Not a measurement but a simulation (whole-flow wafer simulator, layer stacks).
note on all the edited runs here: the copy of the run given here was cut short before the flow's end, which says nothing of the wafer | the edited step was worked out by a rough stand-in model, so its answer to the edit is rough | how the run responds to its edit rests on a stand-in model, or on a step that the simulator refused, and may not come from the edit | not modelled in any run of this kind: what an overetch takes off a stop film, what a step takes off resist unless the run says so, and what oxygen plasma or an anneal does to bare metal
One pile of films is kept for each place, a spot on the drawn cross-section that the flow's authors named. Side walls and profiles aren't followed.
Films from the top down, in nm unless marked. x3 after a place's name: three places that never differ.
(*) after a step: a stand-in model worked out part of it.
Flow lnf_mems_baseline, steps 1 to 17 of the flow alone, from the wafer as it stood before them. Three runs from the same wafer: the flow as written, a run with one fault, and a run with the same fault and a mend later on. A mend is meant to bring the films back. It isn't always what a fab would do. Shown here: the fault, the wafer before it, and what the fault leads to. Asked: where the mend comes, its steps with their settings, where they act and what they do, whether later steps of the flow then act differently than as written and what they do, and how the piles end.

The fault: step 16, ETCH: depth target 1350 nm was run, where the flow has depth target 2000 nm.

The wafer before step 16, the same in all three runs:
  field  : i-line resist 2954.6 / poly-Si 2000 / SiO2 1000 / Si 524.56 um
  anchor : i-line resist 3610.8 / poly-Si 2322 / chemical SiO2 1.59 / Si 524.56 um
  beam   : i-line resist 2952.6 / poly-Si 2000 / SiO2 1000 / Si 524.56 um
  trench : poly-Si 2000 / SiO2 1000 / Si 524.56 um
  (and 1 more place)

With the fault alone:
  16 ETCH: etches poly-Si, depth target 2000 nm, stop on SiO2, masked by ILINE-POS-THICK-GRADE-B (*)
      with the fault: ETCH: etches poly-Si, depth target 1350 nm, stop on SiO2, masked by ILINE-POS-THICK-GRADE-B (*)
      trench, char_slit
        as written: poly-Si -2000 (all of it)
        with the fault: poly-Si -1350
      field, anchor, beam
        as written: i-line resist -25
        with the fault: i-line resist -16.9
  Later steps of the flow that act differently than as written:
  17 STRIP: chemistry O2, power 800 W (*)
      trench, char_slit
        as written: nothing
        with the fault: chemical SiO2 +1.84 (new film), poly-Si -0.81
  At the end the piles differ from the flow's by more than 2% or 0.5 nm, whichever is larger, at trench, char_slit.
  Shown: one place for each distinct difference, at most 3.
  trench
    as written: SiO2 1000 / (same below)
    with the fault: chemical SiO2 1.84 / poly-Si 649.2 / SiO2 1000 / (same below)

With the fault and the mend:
  The mend comes after step 16.
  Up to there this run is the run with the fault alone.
  16a ETCH: etches poly-Si, depth target 650 nm, stop on SiO2, masked by ILINE-POS-THICK-GRADE-B (*) (the flow's step 16 once more, with other settings)
      field, anchor, beam
        i-line resist -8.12
      trench, char_slit
        poly-Si -650 (all of it)
  No later step of the flow acts differently than as written at any place that is followed.
  At the end the piles are the same as the flow's at every place that both follow.
